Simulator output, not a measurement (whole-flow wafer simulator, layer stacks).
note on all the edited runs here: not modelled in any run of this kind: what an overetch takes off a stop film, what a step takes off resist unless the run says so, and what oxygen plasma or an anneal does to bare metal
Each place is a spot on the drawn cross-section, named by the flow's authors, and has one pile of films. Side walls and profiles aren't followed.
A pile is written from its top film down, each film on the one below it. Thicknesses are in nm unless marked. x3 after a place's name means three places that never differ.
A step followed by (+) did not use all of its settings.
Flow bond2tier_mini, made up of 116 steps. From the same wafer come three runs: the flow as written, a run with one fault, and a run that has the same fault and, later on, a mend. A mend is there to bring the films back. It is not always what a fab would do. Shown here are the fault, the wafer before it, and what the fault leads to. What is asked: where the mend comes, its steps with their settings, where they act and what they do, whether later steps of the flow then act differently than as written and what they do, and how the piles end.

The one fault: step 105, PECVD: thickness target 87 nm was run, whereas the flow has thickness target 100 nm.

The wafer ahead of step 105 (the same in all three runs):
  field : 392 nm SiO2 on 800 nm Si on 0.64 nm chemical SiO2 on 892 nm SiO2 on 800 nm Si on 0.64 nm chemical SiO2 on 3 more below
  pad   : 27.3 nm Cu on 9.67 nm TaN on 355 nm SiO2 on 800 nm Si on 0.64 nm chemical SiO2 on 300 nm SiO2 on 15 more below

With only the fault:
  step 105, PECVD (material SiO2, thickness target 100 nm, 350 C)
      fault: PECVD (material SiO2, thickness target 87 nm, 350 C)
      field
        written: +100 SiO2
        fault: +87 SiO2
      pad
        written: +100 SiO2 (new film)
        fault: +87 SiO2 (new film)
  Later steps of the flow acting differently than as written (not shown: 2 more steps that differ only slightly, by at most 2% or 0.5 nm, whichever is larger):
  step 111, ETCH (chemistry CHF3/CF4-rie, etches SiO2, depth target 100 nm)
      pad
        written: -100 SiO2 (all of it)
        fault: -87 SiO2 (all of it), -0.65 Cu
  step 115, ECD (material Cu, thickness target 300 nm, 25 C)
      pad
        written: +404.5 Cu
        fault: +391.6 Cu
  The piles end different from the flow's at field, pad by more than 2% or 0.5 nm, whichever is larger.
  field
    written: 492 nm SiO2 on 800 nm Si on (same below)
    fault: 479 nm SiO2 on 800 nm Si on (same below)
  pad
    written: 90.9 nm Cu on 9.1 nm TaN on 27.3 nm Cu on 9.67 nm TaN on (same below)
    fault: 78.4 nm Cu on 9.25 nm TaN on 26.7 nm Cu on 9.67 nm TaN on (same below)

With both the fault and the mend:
  After step 110 comes the mend.
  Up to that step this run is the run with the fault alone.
  step 110a, STRIP (chemistry O2, over-ash 100%) (+)
      field
        -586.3 KrF resist (all of it)
  step 110b, PECVD (material SiO2, thickness target 13 nm, 350 C) (a further turn of the flow's step 105, with different settings)
      field, pad
        +13 SiO2
  step 110c, COAT (KrF resist, thickness 600 nm) (a further turn of the flow's step 106)
      field, pad
        +600 KrF resist (new film)
  step 110d, SOFTBAKE (KrF resist) (a further turn of the flow's step 107)
      leaves every film unchanged at each place that is followed
  step 110e, EXPOSE (photomask T3PAD, NA 0.6) (a further turn of the flow's step 108)
      leaves every film unchanged at each place that is followed
  step 110f, PEB (KrF resist) (a further turn of the flow's step 109)
      leaves every film unchanged at each place that is followed
  step 110g, DEVELOP (developer TMAH-0.26N, 60 s) (a further turn of the flow's step 110)
      field
        -13.7 KrF resist
      pad
        -600 KrF resist (all of it)
  Every later step of the flow that is run acts as written at every place that is followed.
  By the end, the piles equal the flow's at every place that both follow.
